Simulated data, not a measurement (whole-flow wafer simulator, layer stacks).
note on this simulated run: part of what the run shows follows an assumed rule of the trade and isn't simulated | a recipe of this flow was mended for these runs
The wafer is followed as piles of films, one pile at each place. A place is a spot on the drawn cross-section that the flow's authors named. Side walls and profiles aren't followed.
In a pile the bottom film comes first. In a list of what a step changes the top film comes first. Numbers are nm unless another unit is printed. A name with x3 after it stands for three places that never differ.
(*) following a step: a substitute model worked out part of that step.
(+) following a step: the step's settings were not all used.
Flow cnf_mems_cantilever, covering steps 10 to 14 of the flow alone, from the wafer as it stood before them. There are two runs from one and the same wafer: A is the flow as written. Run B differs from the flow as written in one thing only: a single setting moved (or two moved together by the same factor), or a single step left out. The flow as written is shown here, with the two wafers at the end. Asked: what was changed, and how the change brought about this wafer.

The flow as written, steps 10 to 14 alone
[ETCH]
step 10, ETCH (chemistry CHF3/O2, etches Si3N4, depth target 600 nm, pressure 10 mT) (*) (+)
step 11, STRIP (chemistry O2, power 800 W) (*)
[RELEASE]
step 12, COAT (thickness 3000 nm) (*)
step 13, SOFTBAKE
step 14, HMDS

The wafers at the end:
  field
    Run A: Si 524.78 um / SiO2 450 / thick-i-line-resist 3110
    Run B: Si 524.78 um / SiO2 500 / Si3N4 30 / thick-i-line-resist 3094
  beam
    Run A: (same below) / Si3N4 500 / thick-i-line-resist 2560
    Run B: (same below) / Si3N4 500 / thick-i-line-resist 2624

The reason: step 10, ETCH: depth target 470 nm was run, whereas the flow has depth target 600 nm.

The path from the change to this, step by step:
  step 10, ETCH (chemistry CHF3/O2, etches Si3N4, depth target 600 nm, pressure 10 mT) (*) (+)
      field: A -500 Si3N4 (all of it), -50 SiO2 | B -470 Si3N4
      beam: A -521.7 KrF-resist | B -408.7 KrF-resist
  step 11, STRIP (chemistry O2, power 800 W) (*)
      beam: A -460.9 KrF-resist (all of it) | B -574 KrF-resist (all of it)
  step 12, COAT (thickness 3000 nm) (*)
      beam: A +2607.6 thick-i-line-resist (new film) | B +2663.5 thick-i-line-resist (new film)
  step 13, SOFTBAKE
      field: A +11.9 thick-i-line-resist | B +9.88 thick-i-line-resist
      beam: A -47.6 thick-i-line-resist | B -39.5 thick-i-line-resist
